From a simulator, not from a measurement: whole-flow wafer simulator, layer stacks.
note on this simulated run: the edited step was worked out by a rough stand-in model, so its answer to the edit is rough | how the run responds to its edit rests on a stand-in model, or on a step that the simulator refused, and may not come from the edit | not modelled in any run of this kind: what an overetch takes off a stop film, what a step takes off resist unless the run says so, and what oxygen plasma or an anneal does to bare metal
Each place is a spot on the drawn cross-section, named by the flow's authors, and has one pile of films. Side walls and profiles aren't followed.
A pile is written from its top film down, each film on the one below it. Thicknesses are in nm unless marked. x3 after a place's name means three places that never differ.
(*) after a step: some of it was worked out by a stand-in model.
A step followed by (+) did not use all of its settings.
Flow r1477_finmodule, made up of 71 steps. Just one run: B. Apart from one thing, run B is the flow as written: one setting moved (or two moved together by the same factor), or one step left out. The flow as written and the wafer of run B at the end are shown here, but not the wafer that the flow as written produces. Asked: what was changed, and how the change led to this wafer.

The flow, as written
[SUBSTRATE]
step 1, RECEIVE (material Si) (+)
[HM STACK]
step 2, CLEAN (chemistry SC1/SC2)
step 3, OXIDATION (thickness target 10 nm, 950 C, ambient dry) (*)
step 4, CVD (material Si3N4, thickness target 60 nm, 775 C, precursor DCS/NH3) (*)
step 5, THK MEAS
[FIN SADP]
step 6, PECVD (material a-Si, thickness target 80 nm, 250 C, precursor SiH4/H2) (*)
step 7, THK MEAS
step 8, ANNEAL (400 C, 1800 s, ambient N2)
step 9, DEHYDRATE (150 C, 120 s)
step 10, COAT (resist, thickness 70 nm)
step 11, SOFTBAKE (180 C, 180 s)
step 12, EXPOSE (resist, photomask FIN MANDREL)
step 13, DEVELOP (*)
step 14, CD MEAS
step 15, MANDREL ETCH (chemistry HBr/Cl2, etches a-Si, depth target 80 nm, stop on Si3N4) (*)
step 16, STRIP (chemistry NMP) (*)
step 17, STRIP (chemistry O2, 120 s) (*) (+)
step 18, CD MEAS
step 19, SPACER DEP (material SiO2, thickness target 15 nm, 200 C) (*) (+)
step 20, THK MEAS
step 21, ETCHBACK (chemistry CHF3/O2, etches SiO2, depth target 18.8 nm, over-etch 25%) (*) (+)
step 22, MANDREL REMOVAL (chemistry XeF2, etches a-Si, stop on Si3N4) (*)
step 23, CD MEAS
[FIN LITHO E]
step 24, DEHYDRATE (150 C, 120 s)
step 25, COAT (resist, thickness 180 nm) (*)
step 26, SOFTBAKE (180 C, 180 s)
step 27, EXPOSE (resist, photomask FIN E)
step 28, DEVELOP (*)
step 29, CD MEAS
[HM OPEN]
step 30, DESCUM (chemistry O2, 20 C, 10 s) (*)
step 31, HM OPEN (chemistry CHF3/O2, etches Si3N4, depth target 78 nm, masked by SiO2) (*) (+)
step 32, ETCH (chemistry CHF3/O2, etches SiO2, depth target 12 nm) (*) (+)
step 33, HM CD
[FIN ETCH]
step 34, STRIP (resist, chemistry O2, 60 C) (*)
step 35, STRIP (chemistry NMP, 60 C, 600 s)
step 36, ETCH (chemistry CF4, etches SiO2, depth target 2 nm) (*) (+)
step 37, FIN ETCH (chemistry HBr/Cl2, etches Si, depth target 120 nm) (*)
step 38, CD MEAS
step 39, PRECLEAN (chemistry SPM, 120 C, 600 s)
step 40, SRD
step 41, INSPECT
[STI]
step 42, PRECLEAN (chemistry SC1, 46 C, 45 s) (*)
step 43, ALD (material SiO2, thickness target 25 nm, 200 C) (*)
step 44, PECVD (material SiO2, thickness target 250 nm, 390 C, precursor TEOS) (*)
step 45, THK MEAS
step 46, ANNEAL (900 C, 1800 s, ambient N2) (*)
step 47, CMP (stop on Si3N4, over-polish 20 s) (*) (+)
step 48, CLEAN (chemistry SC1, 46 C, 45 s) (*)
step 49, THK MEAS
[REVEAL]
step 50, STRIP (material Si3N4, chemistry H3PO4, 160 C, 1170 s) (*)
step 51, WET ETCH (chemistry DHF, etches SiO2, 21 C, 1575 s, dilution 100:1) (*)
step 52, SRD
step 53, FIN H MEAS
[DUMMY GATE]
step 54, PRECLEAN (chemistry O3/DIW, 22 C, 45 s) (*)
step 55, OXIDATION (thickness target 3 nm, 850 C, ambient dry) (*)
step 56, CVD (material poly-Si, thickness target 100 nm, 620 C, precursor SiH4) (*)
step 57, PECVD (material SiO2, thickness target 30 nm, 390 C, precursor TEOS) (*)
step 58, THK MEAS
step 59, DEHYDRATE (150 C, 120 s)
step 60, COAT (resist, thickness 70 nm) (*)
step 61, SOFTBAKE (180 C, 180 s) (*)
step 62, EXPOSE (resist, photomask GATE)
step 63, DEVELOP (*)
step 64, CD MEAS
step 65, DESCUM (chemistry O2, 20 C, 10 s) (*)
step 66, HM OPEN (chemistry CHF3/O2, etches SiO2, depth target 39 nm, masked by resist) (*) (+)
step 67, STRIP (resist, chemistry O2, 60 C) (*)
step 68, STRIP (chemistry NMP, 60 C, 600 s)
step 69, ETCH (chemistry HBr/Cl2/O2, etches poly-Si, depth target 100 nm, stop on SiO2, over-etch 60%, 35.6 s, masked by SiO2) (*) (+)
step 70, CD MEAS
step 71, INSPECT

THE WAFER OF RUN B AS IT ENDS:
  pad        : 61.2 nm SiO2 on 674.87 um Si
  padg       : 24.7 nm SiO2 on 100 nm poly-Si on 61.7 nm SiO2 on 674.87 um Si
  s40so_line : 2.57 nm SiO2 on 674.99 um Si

What caused this: step 44, PECVD: thickness target 131.2 nm was run, though the flow has thickness target 250 nm.

How this came from the change, step by step:
  step 44, PECVD (material SiO2, thickness target 250 nm, 390 C, precursor TEOS) (*)
      pad, padg, elg and 33 more: +131.2 SiO2 (as written it would have been: +250 SiO2)
  step 46, ANNEAL (900 C, 1800 s, ambient N2) (*)
      pad, padg, elg and 33 more: -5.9 SiO2 (as written it would have been: -11.2 SiO2)
  step 47, CMP (stop on Si3N4, over-polish 20 s) (*) (+)
      pad, padg, e40sg and 11 more: nothing (as written it would have been: -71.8 SiO2)
      eso: nothing (as written it would have been: -72.4 SiO2)
      (also at 21 further places)
  step 60, COAT (resist, thickness 70 nm) (*)
      e40lg, e100lg, e200lg, elo, e40lo, e100lo, e200lo: +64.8 resist (new film) (as written it would have been: +66.9 resist (new film))
      e40sg, e40so: +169 resist (new film) (as written it would have been: +129.5 resist (new film))
      (also at 21 further places)
  step 63, DEVELOP (*)
      elo, e40lo, e100lo, e200lo: -64.8 resist (all of it) (as written it would have been: -66.9 resist (all of it))
      eso: -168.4 resist (all of it) (as written it would have been: -129.5 resist (all of it))
      (also at 11 further places)
  step 67, STRIP (resist, chemistry O2, 60 C) (*)
      e40lg, e100lg, e200lg: -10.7 resist (all of it) (as written it would have been: -12.8 resist (all of it))
      e40sg: -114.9 resist (all of it) (as written it would have been: -75.4 resist (all of it))
      (also at 11 further places)
